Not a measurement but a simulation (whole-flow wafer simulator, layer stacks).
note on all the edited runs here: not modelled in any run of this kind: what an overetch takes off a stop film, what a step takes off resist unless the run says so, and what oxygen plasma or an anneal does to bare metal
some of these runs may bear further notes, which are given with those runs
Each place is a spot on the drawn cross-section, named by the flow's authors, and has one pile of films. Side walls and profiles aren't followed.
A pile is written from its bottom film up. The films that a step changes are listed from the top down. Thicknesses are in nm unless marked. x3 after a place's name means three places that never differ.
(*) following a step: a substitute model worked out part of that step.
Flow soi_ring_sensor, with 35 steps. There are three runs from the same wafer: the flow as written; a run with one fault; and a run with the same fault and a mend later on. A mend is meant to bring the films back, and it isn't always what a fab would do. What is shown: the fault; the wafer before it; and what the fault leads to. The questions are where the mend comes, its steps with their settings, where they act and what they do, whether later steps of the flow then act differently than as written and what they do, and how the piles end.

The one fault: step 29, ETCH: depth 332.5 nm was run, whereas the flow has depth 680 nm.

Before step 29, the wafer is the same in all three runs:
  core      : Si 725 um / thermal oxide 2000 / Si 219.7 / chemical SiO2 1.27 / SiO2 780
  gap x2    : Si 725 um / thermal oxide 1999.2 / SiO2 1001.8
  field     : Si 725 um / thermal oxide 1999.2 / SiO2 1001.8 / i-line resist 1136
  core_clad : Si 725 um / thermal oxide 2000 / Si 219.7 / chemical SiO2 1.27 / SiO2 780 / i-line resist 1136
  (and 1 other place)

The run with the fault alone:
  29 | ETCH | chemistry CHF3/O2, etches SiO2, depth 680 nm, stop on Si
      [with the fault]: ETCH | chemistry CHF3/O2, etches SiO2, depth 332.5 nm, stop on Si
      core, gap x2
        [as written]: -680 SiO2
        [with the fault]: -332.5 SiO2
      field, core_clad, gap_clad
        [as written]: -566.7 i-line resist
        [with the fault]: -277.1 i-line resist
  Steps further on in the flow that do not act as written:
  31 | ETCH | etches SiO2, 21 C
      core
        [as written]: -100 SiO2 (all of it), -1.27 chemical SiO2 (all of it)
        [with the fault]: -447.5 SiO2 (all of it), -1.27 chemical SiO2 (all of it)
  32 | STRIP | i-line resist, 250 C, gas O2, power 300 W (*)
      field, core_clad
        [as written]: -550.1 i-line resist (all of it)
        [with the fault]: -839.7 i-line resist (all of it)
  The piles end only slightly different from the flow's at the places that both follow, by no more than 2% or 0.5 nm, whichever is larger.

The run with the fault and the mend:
  After step 29 comes the mend.
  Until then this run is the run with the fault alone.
  29a | ETCH | chemistry CHF3/O2, etches SiO2, depth 347.5 nm, stop on Si (the flow's step 29, run once more with other settings)
      core, gap x2
        -347.5 SiO2
      field, core_clad, gap_clad
        -289.6 i-line resist
  Later steps of the flow that are run all act as written at every place that is followed.
  By the end, the piles equal the flow's at every place that both follow.
